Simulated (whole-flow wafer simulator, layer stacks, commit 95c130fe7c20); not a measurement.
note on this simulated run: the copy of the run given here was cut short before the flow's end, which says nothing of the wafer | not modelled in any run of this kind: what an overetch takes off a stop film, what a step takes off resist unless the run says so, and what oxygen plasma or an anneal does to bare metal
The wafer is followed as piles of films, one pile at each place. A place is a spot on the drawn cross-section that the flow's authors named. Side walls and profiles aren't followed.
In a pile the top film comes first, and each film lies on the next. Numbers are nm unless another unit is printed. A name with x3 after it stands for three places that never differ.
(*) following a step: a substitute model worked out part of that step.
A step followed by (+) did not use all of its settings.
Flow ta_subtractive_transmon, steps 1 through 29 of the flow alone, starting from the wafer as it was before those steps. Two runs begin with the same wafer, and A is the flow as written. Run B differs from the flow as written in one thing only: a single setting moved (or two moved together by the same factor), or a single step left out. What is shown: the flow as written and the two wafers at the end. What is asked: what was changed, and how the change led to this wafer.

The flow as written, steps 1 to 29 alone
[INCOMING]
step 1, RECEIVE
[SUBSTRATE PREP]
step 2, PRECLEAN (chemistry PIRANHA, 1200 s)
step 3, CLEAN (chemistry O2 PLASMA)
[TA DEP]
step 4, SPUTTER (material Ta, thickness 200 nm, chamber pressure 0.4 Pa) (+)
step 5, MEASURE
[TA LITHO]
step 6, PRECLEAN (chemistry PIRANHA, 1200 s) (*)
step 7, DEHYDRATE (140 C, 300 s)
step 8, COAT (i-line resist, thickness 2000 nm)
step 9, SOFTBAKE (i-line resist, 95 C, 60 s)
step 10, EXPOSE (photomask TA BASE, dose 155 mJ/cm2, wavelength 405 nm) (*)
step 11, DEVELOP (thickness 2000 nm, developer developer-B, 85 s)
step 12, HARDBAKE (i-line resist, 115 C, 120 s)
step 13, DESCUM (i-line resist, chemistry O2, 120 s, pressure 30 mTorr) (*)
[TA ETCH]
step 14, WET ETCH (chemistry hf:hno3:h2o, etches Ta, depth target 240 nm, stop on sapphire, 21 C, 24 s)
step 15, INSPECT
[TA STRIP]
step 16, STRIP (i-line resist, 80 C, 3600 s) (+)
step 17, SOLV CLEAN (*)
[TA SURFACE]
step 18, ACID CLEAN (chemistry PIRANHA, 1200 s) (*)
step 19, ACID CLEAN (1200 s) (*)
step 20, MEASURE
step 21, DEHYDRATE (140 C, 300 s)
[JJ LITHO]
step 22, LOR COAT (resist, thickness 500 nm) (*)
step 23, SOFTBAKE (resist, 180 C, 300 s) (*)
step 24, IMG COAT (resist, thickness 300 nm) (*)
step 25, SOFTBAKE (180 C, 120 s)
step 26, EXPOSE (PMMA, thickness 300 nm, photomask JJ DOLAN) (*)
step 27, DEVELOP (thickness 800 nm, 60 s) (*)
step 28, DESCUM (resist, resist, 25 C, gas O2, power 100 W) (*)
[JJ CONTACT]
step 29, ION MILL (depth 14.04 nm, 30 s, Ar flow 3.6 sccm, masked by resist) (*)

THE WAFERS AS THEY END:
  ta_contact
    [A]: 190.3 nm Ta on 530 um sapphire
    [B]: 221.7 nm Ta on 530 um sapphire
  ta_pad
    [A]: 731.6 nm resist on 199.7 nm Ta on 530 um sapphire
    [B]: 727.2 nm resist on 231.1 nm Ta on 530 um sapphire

The reason: step 4, SPUTTER: thickness 231.4 nm was run, though the flow has thickness 200 nm.

Step by step, how the change led to this:
  step 4, SPUTTER (material Ta, thickness 200 nm, chamber pressure 0.4 Pa) (+)
      field x2, jj_line, lead, ta_contact, ta_pad: A Ta gains 200 (new film) | B Ta gains 231.4 (new film)
  step 14, WET ETCH (chemistry hf:hno3:h2o, etches Ta, depth target 240 nm, stop on sapphire, 21 C, 24 s)
      field x2, jj_line, lead: A Ta loses 200 (all of it) | B Ta loses 231.4 (all of it)
